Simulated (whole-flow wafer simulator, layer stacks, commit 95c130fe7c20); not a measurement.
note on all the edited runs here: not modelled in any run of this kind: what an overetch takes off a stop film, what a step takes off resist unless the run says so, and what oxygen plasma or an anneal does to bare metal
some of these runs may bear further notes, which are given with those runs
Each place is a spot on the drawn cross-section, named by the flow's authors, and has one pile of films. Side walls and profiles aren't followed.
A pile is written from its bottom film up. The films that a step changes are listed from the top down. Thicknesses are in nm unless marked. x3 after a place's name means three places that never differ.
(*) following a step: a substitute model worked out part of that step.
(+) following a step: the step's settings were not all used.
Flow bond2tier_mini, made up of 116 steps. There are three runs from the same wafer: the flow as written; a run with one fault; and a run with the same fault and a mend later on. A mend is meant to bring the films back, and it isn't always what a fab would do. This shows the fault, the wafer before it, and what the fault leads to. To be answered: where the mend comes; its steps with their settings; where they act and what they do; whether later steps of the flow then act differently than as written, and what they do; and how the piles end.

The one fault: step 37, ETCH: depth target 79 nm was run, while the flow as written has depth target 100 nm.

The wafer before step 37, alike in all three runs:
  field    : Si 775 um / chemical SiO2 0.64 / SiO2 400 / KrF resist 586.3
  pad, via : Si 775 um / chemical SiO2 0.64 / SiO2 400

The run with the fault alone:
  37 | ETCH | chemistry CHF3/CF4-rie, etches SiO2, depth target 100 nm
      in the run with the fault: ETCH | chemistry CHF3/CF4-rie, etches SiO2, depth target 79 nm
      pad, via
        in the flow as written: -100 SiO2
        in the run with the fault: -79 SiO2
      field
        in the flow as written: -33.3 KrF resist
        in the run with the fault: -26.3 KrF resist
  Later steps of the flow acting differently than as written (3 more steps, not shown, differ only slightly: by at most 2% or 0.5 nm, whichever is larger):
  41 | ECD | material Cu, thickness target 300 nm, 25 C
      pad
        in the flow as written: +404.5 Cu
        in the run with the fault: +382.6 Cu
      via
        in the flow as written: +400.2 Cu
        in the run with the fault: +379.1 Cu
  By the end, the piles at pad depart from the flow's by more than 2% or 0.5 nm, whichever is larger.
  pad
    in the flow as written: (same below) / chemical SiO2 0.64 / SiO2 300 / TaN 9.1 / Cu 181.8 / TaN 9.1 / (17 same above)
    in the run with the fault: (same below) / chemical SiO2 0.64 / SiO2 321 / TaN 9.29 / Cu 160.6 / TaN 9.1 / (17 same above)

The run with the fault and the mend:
  After step 38 comes the mend.
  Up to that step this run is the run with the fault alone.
  38a | COAT | KrF resist, thickness 600 nm (*) (the flow's step 32 again)
      field
        +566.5 KrF resist (new film)
      pad
        +634.9 KrF resist (new film)
      via
        +630.7 KrF resist (new film)
  38b | SOFTBAKE | KrF resist (the flow's step 33 again)
      leaves every film unchanged at each place that is followed
  38c | EXPOSE | photomask APAD, NA 0.6 (the flow's step 34 again)
      leaves every film unchanged at each place that is followed
  38d | PEB | KrF resist (the flow's step 35 again)
      leaves every film unchanged at each place that is followed
  38e | DEVELOP | developer TMAH-0.26N, 60 s (the flow's step 36 again)
      field
        -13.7 KrF resist
      pad
        -634.9 KrF resist (all of it)
      via
        -630.7 KrF resist (all of it)
  38f | ETCH | chemistry CHF3/CF4-rie, etches SiO2, depth target 21 nm (the flow's step 37 again, with other settings)
      pad, via
        -21 SiO2
      field
        -7 KrF resist
  38g | STRIP | chemistry O2, over-ash 100% (+) (the flow's step 38 again)
      field
        -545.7 KrF resist (all of it)
  Every later step of the flow that is run acts as written at every place that is followed.
  The piles end the same as the flow's at every place that both follow.
